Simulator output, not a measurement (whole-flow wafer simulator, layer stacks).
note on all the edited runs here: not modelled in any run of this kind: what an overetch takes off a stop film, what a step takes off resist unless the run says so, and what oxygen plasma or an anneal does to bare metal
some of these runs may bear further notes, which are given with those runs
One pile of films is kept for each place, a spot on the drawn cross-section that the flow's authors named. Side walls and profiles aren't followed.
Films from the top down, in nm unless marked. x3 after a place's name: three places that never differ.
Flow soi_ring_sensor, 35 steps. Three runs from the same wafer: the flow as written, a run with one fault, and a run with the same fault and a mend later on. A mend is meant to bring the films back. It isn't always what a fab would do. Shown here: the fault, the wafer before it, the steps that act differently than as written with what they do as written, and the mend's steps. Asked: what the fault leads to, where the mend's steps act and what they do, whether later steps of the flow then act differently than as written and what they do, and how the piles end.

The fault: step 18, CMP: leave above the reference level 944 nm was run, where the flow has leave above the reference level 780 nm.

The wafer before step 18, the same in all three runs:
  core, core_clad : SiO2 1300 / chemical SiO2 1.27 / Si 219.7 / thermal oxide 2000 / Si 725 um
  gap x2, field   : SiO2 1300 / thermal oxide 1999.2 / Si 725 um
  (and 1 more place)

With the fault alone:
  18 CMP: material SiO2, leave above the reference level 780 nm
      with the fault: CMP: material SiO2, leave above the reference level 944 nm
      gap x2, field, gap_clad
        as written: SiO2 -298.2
        with the fault: SiO2 -134.2
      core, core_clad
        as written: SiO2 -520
        with the fault: SiO2 -356
  Later steps of the flow that act differently than as written:
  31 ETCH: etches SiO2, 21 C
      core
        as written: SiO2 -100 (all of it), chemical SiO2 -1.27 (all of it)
        with the fault: SiO2 -264 (all of it), chemical SiO2 -1.27 (all of it)
  At the end the piles differ from the flow's by more than 2% or 0.5 nm, whichever is larger, at field, core_clad.
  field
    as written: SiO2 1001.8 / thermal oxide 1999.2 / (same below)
    with the fault: SiO2 1165.8 / thermal oxide 1999.2 / (same below)
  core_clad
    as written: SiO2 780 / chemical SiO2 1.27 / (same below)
    with the fault: SiO2 944 / chemical SiO2 1.27 / (same below)

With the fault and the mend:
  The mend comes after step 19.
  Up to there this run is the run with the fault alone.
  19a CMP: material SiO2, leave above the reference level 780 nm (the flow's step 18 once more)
      core, gap x2, field, core_clad, gap_clad
        SiO2 -164
  No later step of the flow acts differently than as written at any place that is followed.
  At the end the piles are the same as the flow's at every place that both follow.
